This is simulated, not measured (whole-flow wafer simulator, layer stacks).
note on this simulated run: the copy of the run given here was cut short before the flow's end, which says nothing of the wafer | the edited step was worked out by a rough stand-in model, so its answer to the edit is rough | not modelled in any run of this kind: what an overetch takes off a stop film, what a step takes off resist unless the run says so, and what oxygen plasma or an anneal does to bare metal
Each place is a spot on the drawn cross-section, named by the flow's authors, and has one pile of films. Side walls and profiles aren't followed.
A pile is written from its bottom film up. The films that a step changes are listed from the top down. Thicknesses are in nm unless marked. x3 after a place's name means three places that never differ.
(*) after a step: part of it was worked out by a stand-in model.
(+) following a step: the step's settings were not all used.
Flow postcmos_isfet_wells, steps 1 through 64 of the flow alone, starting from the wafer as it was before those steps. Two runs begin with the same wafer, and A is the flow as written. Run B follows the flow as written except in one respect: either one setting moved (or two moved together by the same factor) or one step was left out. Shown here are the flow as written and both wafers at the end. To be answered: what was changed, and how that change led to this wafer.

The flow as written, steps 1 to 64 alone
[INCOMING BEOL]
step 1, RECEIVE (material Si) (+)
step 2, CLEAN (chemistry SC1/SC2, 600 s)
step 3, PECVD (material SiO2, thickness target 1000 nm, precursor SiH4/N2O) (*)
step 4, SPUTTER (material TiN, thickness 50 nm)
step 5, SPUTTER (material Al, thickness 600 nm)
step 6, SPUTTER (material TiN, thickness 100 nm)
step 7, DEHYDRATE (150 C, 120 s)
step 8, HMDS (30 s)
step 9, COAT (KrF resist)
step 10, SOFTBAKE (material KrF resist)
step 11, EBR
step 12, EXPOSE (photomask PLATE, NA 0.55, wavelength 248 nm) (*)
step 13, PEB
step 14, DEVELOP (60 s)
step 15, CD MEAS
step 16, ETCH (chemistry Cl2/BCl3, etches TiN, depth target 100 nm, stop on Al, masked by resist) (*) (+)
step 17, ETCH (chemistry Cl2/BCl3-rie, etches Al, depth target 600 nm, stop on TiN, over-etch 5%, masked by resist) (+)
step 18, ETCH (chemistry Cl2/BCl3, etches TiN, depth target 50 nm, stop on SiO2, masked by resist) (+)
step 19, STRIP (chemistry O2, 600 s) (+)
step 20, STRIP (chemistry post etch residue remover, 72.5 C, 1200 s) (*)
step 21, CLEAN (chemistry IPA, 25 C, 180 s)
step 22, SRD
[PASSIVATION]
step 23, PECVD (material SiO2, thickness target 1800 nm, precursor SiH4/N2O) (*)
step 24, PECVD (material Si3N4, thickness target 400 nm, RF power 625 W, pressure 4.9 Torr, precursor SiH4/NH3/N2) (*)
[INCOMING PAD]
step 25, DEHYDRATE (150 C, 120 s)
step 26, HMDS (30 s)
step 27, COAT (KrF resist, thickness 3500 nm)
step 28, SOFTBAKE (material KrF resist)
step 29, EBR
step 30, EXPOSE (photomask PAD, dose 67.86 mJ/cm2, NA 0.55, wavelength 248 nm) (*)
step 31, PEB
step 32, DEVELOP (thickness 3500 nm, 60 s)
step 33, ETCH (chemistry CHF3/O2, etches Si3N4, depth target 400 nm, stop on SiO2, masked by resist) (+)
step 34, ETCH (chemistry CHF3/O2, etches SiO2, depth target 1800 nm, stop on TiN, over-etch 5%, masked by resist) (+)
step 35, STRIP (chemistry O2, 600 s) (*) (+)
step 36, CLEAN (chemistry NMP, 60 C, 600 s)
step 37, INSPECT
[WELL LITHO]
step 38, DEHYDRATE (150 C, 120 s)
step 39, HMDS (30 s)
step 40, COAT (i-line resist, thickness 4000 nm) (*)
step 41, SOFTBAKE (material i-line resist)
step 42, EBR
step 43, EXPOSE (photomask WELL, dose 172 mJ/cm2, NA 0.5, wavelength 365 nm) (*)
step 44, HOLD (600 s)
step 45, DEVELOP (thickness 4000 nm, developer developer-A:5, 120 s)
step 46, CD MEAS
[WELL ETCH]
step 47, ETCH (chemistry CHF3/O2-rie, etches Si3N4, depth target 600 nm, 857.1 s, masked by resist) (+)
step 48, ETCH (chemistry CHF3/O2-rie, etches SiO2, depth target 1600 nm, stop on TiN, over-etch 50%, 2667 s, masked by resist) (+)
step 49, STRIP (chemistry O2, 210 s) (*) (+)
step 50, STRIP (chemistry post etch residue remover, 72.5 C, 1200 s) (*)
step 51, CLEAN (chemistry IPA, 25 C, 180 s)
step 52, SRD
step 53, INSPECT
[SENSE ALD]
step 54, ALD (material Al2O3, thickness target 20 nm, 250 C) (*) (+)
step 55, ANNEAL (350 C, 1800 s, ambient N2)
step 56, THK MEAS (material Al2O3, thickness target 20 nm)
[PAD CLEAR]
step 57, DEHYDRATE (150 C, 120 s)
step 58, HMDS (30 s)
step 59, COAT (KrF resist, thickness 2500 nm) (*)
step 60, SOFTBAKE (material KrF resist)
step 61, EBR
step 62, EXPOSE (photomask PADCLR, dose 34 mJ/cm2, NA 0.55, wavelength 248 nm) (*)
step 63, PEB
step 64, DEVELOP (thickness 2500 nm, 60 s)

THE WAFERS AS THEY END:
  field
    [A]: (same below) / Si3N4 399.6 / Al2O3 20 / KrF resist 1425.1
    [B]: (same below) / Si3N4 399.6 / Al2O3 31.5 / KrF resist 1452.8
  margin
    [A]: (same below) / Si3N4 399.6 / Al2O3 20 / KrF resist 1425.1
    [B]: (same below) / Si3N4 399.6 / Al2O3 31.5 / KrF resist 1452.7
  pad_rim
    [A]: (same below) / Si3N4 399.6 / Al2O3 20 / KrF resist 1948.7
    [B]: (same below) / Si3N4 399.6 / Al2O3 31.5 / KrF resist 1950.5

What caused this: step 54, ALD: thickness target 31.5 nm was run, whereas the flow has thickness target 20 nm.
The wafer itself shows it: field has Al2O3 31.5, and step 54 as written asks for 20 nm.

The path from the change to this, step by step:
  step 54, ALD (material Al2O3, thickness target 20 nm, 250 C) (*) (+)
      field, margin, well900, well1300 x3, pad_rim, pad_clr, pad_open: A +20 Al2O3 (new film) | B +31.5 Al2O3 (new film)
